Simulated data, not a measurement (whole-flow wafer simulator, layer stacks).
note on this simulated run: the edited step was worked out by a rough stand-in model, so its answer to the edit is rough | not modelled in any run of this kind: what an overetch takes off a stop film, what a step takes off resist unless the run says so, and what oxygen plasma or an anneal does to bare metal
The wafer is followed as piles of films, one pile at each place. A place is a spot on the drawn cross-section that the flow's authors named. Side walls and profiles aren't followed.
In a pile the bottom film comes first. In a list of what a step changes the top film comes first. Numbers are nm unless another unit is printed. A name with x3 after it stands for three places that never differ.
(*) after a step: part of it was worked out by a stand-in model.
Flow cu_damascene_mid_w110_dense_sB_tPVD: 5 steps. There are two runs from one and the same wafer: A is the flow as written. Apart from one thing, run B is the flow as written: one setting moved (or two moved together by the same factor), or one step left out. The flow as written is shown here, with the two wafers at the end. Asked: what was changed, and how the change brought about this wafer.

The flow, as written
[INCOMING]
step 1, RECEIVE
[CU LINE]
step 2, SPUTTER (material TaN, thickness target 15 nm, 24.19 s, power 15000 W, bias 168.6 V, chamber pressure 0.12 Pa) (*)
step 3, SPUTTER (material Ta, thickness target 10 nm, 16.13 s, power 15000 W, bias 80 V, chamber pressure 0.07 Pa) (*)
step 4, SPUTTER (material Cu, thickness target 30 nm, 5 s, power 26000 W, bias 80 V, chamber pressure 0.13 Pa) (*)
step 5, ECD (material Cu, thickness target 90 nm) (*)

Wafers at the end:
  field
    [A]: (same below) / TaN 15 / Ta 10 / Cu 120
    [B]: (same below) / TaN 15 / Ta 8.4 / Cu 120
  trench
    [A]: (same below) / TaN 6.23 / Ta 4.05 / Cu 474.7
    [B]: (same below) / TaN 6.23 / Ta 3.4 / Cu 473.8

The reason: step 3, SPUTTER: thickness target 8.4 nm was run, though the flow has thickness target 10 nm; step 3, SPUTTER: 13.47 s was run, where the flow has 16.13 s.
The wafer lets one read it off: field has Ta 8.4, and step 3 as written asks for 10 nm.

How this came from the change, step by step:
  step 3, SPUTTER (material Ta, thickness target 10 nm, 16.13 s, power 15000 W, bias 80 V, chamber pressure 0.07 Pa) (*)
      field: A Ta gains 10 (new film) | B Ta gains 8.4 (new film)
      trench: A Ta gains 4.05 (new film) | B Ta gains 3.4 (new film)
